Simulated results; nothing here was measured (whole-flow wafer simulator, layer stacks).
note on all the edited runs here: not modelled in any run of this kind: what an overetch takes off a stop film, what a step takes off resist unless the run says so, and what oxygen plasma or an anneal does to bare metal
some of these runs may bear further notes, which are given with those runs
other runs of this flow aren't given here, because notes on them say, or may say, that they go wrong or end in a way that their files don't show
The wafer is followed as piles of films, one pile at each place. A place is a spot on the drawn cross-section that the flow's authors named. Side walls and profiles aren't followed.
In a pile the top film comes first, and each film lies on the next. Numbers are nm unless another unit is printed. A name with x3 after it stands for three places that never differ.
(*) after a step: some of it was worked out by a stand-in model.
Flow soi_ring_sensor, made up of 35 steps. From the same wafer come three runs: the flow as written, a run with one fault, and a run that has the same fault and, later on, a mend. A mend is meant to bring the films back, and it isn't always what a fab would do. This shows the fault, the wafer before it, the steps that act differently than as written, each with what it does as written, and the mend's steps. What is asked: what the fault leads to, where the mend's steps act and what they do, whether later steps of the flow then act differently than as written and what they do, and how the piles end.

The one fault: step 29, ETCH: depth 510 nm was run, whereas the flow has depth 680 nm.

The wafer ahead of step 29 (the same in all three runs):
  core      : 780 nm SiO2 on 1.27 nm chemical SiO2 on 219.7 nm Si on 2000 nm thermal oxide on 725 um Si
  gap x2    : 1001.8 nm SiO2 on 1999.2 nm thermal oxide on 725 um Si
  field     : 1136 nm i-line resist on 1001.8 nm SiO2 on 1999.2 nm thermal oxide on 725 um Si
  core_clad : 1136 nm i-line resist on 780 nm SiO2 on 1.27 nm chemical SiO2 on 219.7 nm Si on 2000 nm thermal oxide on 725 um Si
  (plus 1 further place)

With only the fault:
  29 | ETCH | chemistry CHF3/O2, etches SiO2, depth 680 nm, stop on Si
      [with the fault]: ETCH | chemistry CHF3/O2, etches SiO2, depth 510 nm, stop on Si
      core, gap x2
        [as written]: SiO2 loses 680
        [with the fault]: SiO2 loses 510
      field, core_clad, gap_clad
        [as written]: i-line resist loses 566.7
        [with the fault]: i-line resist loses 425
  Steps further on in the flow that do not act as written:
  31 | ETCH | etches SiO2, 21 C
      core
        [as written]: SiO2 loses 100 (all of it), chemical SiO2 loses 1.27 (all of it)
        [with the fault]: SiO2 loses 270 (all of it), chemical SiO2 loses 1.27 (all of it)
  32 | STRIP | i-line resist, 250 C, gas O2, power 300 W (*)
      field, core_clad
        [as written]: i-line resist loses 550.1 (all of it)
        [with the fault]: i-line resist loses 691.7 (all of it)
  The piles end only slightly different from the flow's at the places that both follow, by no more than 2% or 0.5 nm, whichever is larger.

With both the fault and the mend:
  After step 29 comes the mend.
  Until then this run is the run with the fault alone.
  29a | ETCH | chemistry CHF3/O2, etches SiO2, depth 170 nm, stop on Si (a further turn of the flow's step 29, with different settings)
      core, gap x2
        SiO2 loses 170
      field, core_clad, gap_clad
        i-line resist loses 141.7
  Every later step of the flow that is run acts as written at every place that is followed.
  The piles end the same as the flow's at every place that both follow.
